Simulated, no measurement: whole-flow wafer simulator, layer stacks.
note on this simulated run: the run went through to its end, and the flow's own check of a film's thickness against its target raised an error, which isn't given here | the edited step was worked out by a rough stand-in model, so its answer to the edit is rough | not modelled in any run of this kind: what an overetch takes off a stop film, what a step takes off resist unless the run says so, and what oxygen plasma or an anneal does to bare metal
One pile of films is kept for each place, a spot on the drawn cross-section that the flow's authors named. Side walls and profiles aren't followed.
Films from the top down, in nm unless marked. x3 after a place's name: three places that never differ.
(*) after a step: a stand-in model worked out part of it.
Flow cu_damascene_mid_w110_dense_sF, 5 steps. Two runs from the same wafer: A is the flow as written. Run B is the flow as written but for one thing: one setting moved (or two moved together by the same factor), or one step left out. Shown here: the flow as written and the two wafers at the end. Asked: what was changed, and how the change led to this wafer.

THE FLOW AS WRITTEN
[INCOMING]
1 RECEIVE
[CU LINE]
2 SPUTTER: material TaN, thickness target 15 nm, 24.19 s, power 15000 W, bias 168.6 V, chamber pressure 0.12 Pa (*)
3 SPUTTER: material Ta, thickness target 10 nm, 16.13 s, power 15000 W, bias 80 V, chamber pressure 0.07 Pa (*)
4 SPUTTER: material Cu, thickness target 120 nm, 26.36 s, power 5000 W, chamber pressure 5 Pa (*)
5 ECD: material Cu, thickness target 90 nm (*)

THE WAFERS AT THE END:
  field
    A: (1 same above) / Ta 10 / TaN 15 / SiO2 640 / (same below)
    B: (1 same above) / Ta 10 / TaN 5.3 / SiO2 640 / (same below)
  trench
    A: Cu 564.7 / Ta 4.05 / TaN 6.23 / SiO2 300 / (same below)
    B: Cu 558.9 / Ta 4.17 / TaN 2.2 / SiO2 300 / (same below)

The cause: step 2, SPUTTER: thickness target 5.3 nm was run, where the flow has thickness target 15 nm; step 2, SPUTTER: 8.515 s was run, where the flow has 24.19 s.
It can be read off the wafer: field has TaN 5.3, and step 2 as written asks for 15 nm.

How the change led to this, step by step:
  2 SPUTTER: material TaN, thickness target 15 nm, 24.19 s, power 15000 W, bias 168.6 V, chamber pressure 0.12 Pa (*)
      field: A TaN +15 (new film) | B TaN +5.3 (new film)
      trench: A TaN +6.23 (new film) | B TaN +2.2 (new film)
  4 SPUTTER: material Cu, thickness target 120 nm, 26.36 s, power 5000 W, chamber pressure 5 Pa (*)
      trench: A Cu +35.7 (new film) | B Cu +36.8 (new film)
